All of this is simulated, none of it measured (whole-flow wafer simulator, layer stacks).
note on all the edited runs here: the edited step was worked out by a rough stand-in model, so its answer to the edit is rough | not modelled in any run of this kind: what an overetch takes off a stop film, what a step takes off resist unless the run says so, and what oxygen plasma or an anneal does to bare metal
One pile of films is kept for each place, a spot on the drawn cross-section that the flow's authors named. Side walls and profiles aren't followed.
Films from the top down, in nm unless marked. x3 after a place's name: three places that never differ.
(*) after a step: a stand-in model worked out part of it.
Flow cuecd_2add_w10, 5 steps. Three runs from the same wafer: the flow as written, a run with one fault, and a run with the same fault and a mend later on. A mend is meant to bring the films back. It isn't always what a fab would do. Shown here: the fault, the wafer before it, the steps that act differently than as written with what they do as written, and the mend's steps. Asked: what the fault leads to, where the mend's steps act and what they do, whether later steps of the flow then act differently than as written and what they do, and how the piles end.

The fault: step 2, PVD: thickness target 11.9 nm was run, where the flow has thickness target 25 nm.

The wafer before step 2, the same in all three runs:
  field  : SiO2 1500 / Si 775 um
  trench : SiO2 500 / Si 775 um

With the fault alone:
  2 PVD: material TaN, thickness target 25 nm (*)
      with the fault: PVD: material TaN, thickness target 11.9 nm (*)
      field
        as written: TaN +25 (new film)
        with the fault: TaN +11.9 (new film)
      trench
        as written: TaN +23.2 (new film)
        with the fault: TaN +11 (new film)
  No later step of the flow acts differently than as written at any place that is followed.
  At the end the piles differ from the flow's by more than 2% or 0.5 nm, whichever is larger, at field, trench.
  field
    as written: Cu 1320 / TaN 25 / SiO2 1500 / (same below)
    with the fault: Cu 1320 / TaN 11.9 / SiO2 1500 / (same below)
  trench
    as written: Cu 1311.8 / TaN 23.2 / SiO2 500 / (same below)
    with the fault: Cu 1311.8 / TaN 11 / SiO2 500 / (same below)

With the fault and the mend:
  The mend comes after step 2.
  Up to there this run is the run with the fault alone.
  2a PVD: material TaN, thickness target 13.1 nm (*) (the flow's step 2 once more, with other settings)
      field
        TaN +13.1
      trench
        TaN +12.1
  No later step of the flow acts differently than as written at any place that is followed.
  At the end the piles are the same as the flow's at every place that both follow.
